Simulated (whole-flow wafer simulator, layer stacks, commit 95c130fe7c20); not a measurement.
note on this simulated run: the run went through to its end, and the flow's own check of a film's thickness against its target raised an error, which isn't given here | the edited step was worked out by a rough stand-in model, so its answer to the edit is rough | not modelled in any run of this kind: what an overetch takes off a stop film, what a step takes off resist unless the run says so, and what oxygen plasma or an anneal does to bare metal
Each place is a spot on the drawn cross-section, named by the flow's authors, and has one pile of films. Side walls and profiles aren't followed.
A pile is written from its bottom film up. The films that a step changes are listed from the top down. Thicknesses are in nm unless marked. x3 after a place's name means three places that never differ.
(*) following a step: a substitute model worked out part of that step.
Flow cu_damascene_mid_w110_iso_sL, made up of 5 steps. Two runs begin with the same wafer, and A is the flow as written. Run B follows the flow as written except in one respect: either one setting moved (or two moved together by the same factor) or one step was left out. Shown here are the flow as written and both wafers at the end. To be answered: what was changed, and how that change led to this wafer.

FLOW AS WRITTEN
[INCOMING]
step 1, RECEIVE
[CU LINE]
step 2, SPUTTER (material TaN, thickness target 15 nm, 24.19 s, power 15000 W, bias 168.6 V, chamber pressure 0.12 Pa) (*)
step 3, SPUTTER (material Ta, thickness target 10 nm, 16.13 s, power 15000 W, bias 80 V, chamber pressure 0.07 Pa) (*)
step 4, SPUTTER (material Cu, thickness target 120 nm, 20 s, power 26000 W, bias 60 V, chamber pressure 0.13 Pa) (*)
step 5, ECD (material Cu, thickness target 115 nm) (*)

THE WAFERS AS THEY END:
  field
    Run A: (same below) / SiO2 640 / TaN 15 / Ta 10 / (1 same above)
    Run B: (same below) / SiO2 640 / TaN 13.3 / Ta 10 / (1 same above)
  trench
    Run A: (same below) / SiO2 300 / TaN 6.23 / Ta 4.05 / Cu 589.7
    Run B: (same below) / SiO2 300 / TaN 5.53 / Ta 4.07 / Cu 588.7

What caused this: step 2, SPUTTER: power 13320 W was run, whereas the flow has power 15000 W.

How this came from the change, step by step:
  step 2, SPUTTER (material TaN, thickness target 15 nm, 24.19 s, power 15000 W, bias 168.6 V, chamber pressure 0.12 Pa) (*)
      field: A +15 TaN (new film) | B +13.3 TaN (new film)
      trench: A +6.23 TaN (new film) | B +5.53 TaN (new film)
